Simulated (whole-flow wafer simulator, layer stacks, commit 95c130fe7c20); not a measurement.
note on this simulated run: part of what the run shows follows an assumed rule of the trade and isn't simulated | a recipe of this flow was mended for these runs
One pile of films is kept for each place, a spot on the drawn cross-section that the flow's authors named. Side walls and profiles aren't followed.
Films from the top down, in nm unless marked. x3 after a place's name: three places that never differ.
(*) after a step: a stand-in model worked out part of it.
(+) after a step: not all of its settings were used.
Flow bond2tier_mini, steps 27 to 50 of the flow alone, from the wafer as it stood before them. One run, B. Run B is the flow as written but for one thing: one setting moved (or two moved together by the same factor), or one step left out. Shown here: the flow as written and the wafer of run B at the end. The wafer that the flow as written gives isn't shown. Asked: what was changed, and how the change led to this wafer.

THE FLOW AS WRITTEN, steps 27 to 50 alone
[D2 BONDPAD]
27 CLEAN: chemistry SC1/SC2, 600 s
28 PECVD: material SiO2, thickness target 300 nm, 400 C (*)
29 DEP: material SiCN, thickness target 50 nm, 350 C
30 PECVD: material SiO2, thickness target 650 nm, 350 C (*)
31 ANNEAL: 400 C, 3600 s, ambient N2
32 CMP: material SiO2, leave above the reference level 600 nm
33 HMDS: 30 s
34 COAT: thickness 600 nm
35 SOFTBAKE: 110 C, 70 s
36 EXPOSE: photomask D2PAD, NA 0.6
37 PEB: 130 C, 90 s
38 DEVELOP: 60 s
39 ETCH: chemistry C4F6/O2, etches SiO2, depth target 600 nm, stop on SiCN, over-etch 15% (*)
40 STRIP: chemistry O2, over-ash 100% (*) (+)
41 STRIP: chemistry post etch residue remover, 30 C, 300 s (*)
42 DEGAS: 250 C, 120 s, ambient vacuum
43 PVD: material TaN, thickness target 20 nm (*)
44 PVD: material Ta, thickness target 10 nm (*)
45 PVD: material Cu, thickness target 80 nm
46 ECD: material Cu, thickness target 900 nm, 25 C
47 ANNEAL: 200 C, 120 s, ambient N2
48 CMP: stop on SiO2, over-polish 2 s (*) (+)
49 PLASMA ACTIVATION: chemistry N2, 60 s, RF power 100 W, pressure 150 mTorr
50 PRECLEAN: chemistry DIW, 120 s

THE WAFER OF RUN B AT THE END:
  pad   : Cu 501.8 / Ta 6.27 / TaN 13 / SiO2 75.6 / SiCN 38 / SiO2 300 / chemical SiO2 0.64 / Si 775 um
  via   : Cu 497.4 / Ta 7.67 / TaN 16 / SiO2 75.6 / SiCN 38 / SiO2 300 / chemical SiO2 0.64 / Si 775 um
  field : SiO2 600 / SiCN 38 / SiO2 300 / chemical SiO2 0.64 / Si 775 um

The cause: step 29, DEP: thickness target 38 nm was run, where the flow has thickness target 50 nm; step 39, ETCH: depth target 456 nm was run, where the flow has depth target 600 nm.
It can be read off the wafer: field has SiCN 38, and step 29 as written asks for 50 nm.

How the change led to this, step by step:
  29 DEP: material SiCN, thickness target 50 nm, 350 C
      field, pad, via: SiCN +38 (new film) (as written it would be: SiCN +50 (new film))
  39 ETCH: chemistry C4F6/O2, etches SiO2, depth target 600 nm, stop on SiCN, over-etch 15% (*)
      pad, via: SiO2 -524.4 (as written it would be: SiO2 -600 (all of it), SiCN -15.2)
      field: thick-KrF-resist -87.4 (as written it would be: thick-KrF-resist -115)
  40 STRIP: chemistry O2, over-ash 100% (*) (+)
      field: thick-KrF-resist -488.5 (all of it) (as written it would be: thick-KrF-resist -460.9 (all of it))
  43 PVD: material TaN, thickness target 20 nm (*)
      pad: TaN +13 (new film) (as written it would be: TaN +12.3 (new film))
      via: TaN +16 (new film) (as written it would be: TaN +14.9 (new film))
  44 PVD: material Ta, thickness target 10 nm (*)
      via: Ta +7.67 (new film) (as written it would be: Ta +7.07 (new film))
  45 PVD: material Cu, thickness target 80 nm
      pad: Cu +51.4 (new film) (as written it would be: Cu +48.4 (new film))
      via: Cu +63.5 (new film) (as written it would be: Cu +59 (new film))
  46 ECD: material Cu, thickness target 900 nm, 25 C
      pad: Cu +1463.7 (as written it would be: Cu +1558.7)
      via: Cu +1447.3 (as written it would be: Cu +1544.3)
